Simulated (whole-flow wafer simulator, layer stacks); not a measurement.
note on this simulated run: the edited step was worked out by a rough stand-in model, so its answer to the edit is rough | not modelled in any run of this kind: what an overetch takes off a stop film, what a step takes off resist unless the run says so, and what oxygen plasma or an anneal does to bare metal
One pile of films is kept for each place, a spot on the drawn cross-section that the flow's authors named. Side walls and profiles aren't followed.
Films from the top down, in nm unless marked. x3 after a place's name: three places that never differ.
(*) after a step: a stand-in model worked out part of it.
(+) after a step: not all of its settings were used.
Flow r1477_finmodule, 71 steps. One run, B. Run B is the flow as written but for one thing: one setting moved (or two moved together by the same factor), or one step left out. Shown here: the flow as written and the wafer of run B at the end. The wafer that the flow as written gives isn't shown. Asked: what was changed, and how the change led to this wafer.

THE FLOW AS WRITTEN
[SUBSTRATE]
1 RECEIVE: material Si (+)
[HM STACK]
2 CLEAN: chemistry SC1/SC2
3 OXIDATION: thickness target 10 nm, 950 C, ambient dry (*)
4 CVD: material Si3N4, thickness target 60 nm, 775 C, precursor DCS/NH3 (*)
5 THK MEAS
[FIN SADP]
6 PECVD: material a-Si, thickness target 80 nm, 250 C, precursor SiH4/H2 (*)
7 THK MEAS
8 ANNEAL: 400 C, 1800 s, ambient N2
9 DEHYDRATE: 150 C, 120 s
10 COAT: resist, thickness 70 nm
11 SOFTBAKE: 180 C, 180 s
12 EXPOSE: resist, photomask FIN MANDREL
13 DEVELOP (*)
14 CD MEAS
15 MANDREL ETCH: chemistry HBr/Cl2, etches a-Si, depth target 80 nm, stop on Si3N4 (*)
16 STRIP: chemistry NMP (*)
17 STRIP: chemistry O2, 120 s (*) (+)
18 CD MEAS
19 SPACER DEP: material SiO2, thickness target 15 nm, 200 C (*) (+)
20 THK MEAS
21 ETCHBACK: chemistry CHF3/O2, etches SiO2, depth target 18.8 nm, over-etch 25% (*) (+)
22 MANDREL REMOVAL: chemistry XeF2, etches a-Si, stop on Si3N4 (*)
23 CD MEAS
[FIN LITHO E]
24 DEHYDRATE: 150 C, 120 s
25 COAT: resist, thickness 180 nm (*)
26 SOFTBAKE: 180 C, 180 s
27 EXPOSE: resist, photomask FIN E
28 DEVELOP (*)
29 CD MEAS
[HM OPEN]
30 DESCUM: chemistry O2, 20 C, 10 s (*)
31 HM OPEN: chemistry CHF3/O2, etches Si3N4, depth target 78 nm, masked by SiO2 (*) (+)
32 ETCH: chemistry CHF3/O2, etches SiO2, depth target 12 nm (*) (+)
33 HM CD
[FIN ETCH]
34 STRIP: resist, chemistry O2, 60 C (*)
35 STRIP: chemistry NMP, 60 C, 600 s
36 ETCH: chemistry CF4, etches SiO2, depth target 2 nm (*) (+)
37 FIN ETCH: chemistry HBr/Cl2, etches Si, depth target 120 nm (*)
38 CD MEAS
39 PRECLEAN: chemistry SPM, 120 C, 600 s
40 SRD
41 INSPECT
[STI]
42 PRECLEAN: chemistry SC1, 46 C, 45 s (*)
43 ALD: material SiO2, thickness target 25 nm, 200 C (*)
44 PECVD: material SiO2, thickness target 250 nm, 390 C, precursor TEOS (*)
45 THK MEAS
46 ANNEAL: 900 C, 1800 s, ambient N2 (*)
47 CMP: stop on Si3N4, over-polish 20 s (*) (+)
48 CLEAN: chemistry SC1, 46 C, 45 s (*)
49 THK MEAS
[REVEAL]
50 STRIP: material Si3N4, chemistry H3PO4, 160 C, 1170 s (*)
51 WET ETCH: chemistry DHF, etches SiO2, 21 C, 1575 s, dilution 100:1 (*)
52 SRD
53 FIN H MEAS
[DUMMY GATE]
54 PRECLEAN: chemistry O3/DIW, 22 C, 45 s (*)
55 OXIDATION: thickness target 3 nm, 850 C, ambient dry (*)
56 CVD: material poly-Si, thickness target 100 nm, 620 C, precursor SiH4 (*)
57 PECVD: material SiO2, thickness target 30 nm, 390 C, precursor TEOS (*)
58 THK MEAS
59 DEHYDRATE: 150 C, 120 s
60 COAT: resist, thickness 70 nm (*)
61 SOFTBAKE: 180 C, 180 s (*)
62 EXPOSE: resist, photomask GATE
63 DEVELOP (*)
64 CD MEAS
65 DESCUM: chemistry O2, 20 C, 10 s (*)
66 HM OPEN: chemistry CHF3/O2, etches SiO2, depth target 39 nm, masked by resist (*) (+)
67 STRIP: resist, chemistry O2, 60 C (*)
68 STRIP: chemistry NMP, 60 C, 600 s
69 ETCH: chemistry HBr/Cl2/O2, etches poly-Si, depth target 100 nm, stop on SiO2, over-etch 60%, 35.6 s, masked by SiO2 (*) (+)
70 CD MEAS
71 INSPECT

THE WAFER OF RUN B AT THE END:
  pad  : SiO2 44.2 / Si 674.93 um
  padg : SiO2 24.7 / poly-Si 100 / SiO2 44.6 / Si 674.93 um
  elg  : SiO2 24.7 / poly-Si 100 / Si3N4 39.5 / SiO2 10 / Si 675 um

The cause: step 37, FIN ETCH: depth target 61.2 nm was run, where the flow has depth target 120 nm.

How the change led to this, step by step:
  37 FIN ETCH: chemistry HBr/Cl2, etches Si, depth target 120 nm (*)
      pad, padg, esg and 19 more: Si -61.2 (as written it would be: Si -120)
      elg, e40lg, e100lg, e200lg, elo, e40lo, e100lo, e200lo: Si3N4 -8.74 (as written it would be: Si3N4 -17.1)
      (and at 6 more places)
  43 ALD: material SiO2, thickness target 25 nm, 200 C (*)
      s40cg, s45cg, s50cg, s40co, s45co, s50co: SiO2 +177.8 (new film) (as written it would be: SiO2 +232.1 (new film))
      esg: SiO2 +143.9 (new film) (as written it would be: SiO2 +194.3 (new film))
  47 CMP: stop on Si3N4, over-polish 20 s (*) (+)
      pad, padg, e40sg and 11 more: SiO2 -130.6 (as written it would be: SiO2 -71.8)
      elg, esg, e40lg and 6 more: SiO2 -250 (as written it would be: SiO2 -241.6)
      (and at 1 more place)
  51 WET ETCH: chemistry DHF, etches SiO2, 21 C, 1575 s, dilution 100:1 (*)
      elg, e40lg, e100lg, e200lg, elo, e40lo, e100lo, e200lo: SiO2 -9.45 (all of it), Si3N4 -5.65 (as written it would be: SiO2 -17.8 (all of it), Si3N4 -4.97)
  56 CVD: material poly-Si, thickness target 100 nm, 620 C, precursor SiH4 (*)
      esg: poly-Si +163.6 (new film) (as written it would be: poly-Si +156 (new film))
  60 COAT: resist, thickness 70 nm (*)
      e40sg, eso, e40so: resist +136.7 (new film) (as written it would be: resist +129.5 (new film))
      e100sg, e100so: resist +136.6 (new film) (as written it would be: resist +129.4 (new film))
      (and at 2 more places)
  63 DEVELOP (*)
      eso, e40so: resist -136.7 (all of it) (as written it would be: resist -129.5 (all of it))
      e100so: resist -136.6 (all of it) (as written it would be: resist -129.4 (all of it))
      (and at 1 more place)
  67 STRIP: resist, chemistry O2, 60 C (*)
      e40sg: resist -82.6 (all of it) (as written it would be: resist -75.4 (all of it))
      e100sg: resist -82.5 (all of it) (as written it would be: resist -75.3 (all of it))
      (and at 1 more place)
